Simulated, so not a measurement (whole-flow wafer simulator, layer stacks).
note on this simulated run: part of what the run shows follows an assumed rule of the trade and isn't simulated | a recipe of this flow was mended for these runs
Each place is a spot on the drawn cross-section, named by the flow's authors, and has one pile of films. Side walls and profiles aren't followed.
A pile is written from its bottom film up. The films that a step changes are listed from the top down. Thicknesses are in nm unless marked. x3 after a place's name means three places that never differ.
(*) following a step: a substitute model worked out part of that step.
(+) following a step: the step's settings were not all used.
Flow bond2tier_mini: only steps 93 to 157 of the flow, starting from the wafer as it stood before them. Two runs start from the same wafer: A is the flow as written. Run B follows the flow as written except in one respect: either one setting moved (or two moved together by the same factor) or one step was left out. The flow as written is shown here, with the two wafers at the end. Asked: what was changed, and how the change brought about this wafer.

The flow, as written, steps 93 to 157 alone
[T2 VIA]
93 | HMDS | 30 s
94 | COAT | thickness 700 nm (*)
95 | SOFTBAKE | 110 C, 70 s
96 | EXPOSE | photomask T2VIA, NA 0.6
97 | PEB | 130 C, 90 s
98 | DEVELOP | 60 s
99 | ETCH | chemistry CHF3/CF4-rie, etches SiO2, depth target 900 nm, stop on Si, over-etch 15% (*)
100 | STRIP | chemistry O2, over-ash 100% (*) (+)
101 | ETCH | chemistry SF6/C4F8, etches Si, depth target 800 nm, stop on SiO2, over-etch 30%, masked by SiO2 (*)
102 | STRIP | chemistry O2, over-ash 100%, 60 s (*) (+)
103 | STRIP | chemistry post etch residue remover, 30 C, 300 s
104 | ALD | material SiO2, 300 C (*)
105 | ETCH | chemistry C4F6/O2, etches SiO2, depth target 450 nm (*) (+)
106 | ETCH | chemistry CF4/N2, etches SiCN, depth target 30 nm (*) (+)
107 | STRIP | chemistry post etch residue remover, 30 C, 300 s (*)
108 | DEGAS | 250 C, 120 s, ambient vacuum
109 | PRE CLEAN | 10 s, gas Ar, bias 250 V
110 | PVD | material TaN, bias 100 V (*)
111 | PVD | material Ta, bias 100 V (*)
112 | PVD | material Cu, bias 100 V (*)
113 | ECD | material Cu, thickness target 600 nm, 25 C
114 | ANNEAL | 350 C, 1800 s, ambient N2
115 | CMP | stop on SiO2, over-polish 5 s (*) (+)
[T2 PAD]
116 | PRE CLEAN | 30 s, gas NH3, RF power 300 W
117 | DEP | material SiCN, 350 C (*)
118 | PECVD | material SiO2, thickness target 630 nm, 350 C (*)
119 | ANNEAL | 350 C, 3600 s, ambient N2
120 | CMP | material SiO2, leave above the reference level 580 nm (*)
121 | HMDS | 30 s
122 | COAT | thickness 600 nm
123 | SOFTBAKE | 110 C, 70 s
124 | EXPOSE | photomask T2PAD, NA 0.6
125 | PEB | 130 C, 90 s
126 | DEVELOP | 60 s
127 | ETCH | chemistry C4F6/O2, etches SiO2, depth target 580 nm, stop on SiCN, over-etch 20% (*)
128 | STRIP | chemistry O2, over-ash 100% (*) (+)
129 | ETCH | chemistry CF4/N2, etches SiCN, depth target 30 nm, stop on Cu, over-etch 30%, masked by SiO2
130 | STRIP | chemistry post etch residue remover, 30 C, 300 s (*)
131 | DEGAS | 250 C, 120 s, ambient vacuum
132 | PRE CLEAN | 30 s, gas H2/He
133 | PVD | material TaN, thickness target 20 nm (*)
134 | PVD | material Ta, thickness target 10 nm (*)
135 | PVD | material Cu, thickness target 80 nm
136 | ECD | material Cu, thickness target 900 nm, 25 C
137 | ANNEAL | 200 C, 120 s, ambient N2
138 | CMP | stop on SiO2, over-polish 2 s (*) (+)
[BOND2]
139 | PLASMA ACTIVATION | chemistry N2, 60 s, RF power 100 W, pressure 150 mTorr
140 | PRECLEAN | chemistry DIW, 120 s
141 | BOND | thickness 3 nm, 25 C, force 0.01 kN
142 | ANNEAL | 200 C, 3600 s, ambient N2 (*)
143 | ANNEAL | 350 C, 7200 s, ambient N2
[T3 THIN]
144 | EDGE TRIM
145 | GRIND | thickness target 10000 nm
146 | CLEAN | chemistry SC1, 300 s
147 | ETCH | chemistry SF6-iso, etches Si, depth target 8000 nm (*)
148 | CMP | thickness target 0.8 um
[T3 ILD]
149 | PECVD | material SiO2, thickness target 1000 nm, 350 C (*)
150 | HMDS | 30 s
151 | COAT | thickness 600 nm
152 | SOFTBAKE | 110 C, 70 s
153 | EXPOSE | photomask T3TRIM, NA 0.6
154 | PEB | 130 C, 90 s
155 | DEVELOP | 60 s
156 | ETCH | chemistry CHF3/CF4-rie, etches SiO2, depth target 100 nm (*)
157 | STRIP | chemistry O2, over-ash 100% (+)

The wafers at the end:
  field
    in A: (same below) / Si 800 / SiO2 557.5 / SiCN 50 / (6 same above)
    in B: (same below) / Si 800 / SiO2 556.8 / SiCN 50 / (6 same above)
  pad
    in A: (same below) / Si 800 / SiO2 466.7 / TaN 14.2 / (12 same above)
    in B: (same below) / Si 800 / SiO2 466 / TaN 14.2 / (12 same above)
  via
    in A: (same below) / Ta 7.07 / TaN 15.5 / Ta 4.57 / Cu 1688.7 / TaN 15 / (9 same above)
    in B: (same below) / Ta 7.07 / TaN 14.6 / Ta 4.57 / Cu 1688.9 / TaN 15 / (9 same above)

Cause: step 109, PRE CLEAN: bias 340 V was run, while the flow as written has bias 250 V.

The path from the change to this, step by step:
  109 | PRE CLEAN | 10 s, gas Ar, bias 250 V
      field, pad: A -3 SiO2 | B -3.73 SiO2
      via: A -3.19 TaN | B -4.1 TaN
